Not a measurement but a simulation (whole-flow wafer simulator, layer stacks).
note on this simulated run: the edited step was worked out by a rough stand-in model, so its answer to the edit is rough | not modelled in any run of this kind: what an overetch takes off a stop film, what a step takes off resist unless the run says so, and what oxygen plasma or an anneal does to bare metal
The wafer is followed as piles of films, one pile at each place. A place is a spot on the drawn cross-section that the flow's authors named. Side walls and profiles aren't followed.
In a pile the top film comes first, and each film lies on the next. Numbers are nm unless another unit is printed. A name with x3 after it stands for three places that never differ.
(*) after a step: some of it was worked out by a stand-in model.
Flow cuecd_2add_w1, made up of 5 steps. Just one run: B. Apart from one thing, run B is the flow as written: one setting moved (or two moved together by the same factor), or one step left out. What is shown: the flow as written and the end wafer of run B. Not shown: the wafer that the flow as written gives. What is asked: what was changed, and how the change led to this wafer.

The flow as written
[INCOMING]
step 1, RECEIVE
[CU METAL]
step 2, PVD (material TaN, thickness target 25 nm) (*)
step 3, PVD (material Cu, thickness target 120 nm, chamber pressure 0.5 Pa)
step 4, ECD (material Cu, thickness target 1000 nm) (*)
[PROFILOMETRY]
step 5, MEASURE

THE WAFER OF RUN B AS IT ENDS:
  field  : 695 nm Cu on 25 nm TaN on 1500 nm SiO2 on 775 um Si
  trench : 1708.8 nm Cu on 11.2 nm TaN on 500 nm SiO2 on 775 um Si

What caused this: step 4, ECD: thickness target 575 nm was run, while the flow as written has thickness target 1000 nm.

Step by step, how the change led to this:
  step 4, ECD (material Cu, thickness target 1000 nm) (*)
      field: +575 Cu (in the flow as written it would be: +1000 Cu)
      trench: +1655.2 Cu (in the flow as written it would be: +2080.2 Cu)
